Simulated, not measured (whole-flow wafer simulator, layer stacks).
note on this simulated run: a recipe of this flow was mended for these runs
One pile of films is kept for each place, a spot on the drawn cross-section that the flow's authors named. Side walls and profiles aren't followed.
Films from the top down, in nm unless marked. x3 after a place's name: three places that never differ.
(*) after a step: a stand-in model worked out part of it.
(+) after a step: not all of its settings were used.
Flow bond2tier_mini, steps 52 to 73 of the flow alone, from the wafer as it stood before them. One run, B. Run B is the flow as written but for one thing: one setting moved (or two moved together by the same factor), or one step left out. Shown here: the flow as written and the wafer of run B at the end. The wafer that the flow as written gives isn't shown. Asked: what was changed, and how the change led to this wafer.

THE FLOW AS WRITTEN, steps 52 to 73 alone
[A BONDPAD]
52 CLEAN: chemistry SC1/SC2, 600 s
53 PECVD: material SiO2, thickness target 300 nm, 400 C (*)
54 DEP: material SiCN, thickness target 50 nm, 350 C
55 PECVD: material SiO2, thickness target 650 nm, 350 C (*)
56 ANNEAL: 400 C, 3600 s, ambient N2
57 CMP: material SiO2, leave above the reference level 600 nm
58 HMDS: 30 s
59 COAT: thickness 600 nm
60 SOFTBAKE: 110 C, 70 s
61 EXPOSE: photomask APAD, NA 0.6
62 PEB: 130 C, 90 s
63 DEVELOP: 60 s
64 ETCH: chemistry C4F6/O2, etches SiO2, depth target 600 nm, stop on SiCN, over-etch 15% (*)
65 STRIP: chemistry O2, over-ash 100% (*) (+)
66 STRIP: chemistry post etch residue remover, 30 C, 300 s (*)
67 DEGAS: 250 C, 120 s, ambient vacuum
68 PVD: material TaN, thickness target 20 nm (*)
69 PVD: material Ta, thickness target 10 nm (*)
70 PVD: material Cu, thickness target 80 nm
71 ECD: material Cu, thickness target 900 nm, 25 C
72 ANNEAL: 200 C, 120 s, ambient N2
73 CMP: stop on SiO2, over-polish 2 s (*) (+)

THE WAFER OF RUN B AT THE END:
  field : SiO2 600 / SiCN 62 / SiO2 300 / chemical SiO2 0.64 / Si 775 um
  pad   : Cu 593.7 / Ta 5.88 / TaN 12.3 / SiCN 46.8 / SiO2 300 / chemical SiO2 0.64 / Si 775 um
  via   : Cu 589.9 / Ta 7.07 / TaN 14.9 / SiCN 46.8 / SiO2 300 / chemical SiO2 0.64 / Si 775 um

The cause: step 54, DEP: thickness target 62 nm was run, where the flow has thickness target 50 nm.
It can be read off the wafer: field has SiCN 62, and step 54 as written asks for 50 nm.

How the change led to this, step by step:
  54 DEP: material SiCN, thickness target 50 nm, 350 C
      field, pad, via: SiCN +62 (new film) (as written it would be: SiCN +50 (new film))
